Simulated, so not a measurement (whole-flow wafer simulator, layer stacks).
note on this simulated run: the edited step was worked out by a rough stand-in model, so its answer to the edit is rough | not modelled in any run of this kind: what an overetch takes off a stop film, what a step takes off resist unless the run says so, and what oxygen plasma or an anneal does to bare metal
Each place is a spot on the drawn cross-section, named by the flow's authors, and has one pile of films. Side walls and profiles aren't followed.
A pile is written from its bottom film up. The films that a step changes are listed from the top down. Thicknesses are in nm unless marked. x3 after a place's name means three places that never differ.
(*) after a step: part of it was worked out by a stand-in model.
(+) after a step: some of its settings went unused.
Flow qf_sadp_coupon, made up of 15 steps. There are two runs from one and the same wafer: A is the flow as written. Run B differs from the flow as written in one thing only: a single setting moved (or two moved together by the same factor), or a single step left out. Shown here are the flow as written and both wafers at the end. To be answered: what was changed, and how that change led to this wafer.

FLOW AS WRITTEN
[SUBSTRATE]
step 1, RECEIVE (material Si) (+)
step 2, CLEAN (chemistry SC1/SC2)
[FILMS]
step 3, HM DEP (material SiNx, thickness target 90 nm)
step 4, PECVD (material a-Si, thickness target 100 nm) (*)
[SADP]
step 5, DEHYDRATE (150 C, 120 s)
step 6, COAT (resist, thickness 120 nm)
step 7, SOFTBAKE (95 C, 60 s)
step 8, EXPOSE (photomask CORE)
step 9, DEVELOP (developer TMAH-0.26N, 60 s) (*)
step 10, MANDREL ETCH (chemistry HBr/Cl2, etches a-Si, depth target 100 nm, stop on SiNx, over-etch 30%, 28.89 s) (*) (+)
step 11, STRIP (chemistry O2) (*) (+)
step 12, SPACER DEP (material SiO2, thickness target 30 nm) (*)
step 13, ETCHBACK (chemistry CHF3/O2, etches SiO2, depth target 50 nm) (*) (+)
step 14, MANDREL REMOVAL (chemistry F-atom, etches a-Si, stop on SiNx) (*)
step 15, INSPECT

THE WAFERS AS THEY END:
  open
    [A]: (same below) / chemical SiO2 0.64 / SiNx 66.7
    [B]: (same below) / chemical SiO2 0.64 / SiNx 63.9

What caused this: step 10, MANDREL ETCH: depth target 115 nm was run, whereas the flow has depth target 100 nm; step 10, MANDREL ETCH: 33.22 s was run, where the flow has 28.89 s.

Step by step, how the change led to this:
  step 10, MANDREL ETCH (chemistry HBr/Cl2, etches a-Si, depth target 100 nm, stop on SiNx, over-etch 30%, 28.89 s) (*) (+)
      m: A -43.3 resist | B -49.8 resist
      open: A -100 a-Si (all of it), -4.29 SiNx | B -100 a-Si (all of it), -7.07 SiNx
  step 11, STRIP (chemistry O2) (*) (+)
      m: A +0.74 chemical SiO2 (new film), -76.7 resist (all of it), -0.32 a-Si | B +0.74 chemical SiO2 (new film), -70.2 resist (all of it), -0.33 a-Si
